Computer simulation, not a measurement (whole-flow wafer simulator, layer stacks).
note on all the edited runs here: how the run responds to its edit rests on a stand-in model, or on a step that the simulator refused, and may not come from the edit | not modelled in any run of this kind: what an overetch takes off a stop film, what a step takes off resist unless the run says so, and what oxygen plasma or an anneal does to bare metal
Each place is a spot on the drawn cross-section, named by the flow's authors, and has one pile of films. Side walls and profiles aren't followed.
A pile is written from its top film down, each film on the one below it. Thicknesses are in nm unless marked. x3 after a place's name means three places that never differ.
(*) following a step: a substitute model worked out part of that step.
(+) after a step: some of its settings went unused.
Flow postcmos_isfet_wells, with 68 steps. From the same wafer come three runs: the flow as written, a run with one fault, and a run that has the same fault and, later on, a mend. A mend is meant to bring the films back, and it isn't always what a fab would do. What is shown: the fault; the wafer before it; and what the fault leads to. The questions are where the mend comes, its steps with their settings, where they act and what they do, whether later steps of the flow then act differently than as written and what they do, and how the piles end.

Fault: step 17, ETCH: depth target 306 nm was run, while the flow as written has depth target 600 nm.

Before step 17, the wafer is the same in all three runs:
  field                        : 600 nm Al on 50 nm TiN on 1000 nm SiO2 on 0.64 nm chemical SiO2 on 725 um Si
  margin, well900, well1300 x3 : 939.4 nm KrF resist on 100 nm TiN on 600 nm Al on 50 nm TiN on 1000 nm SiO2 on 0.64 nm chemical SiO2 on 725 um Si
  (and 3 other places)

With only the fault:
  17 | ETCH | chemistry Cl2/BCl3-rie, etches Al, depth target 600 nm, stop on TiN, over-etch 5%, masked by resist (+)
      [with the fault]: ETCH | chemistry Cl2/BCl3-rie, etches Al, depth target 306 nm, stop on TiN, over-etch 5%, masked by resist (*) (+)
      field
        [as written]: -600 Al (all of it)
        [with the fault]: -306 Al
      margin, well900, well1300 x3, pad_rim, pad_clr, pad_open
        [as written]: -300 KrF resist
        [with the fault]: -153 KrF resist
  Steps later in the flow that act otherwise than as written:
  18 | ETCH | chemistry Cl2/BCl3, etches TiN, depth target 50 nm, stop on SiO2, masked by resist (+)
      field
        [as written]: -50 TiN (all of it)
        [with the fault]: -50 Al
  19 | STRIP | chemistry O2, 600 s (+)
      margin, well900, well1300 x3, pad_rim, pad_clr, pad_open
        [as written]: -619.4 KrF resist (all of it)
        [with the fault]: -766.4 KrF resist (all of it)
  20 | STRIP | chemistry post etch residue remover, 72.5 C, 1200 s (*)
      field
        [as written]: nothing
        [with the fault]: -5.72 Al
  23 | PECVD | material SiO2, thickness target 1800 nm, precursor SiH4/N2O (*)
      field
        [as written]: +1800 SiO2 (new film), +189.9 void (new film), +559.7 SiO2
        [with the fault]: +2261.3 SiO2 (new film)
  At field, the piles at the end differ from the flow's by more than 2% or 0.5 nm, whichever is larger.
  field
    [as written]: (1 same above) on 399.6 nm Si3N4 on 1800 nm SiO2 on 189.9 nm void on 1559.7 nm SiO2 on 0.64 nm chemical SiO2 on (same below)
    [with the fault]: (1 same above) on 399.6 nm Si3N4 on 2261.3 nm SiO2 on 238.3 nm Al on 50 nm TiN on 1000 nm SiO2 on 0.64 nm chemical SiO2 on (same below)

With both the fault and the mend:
  The mend follows step 17.
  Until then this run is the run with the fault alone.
  17a | ETCH | chemistry Cl2/BCl3-rie, etches Al, depth target 294 nm, stop on TiN, over-etch 5%, masked by resist (the flow's step 17, run once more with other settings)
      margin, well900, well1300 x3, pad_rim, pad_clr, pad_open
        -147 KrF resist
      field
        -294 Al (all of it)
  Later steps of the flow that are run all act as written at every place that is followed.
  By the end, the piles equal the flow's at every place that both follow.
